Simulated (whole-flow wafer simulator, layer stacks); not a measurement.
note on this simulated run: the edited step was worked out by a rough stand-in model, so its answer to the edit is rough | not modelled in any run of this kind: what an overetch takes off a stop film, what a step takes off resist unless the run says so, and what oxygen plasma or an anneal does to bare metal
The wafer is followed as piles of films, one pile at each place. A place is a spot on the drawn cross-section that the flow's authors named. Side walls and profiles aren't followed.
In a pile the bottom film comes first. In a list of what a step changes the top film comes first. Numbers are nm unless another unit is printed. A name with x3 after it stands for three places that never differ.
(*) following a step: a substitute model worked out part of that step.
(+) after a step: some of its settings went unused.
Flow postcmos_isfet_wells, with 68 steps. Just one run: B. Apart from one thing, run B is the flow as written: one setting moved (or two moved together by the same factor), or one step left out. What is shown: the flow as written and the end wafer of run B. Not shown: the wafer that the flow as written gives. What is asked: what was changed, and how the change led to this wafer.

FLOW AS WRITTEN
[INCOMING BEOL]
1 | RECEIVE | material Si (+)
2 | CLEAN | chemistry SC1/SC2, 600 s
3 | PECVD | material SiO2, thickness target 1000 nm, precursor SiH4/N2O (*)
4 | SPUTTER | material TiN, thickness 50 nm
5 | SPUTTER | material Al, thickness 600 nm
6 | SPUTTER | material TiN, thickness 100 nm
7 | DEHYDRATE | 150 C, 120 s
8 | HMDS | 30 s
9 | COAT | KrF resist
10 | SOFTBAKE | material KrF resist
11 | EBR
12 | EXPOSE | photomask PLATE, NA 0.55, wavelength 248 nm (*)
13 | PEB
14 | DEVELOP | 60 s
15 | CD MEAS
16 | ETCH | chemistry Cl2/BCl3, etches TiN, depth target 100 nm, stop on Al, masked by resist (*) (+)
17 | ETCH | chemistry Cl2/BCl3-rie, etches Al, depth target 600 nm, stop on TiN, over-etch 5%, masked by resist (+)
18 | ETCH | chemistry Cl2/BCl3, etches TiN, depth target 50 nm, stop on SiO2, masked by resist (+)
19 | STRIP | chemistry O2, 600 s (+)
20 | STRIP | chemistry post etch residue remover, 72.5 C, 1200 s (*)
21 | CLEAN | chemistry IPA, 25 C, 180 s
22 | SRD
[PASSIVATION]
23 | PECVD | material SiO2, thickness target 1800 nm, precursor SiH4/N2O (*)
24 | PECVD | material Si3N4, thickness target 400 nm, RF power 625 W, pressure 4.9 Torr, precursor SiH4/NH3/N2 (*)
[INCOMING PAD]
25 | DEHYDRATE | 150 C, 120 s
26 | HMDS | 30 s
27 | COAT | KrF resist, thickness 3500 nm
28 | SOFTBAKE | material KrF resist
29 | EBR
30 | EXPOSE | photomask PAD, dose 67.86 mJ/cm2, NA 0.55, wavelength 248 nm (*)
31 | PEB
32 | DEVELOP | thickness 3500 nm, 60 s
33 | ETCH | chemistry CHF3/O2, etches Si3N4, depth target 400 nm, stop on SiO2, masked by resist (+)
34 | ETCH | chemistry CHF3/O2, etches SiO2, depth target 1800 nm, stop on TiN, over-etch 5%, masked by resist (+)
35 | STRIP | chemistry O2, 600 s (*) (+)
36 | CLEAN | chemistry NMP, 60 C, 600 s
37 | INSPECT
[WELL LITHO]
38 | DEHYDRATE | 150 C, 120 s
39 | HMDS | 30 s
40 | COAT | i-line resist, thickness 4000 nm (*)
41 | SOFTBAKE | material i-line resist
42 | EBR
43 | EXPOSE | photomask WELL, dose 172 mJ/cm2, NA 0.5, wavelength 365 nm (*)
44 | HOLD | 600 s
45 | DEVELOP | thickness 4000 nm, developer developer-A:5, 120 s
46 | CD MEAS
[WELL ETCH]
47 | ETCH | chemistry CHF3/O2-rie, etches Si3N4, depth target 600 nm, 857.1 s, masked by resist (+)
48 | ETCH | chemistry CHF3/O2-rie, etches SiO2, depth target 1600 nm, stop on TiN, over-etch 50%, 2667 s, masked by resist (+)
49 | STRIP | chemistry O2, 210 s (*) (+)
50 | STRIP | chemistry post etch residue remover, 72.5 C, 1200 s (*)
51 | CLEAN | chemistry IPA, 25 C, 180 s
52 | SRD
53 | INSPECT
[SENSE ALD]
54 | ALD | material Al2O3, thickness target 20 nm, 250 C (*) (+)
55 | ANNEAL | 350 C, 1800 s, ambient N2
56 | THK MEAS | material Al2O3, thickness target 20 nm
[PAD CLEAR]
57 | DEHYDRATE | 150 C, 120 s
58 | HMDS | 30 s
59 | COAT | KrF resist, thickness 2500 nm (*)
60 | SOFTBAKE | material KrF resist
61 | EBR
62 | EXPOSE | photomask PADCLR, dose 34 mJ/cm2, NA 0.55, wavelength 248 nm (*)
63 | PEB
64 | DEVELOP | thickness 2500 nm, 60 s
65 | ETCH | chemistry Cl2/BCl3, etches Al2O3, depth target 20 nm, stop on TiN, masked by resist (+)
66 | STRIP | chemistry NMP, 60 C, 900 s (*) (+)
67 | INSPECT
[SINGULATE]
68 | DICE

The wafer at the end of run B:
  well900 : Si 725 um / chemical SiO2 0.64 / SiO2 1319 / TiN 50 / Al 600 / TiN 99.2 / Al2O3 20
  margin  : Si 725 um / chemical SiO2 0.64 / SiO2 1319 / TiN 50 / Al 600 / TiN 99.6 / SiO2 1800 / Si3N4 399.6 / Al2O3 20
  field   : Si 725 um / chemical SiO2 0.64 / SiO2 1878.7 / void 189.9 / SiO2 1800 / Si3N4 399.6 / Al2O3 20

Cause: step 3, PECVD: thickness target 1319 nm was run, whereas the flow has thickness target 1000 nm.
The wafer lets one read it off: well900 has SiO2 1319, and step 3 as written asks for 1000 nm.

The path from the change to this, step by step:
  3 | PECVD | material SiO2, thickness target 1000 nm, precursor SiH4/N2O (*)
      field, margin, well900, well1300 x3, pad_rim, pad_clr, pad_open: SiO2 gains 1319 (new film) (as written it would have been: SiO2 gains 1000 (new film))
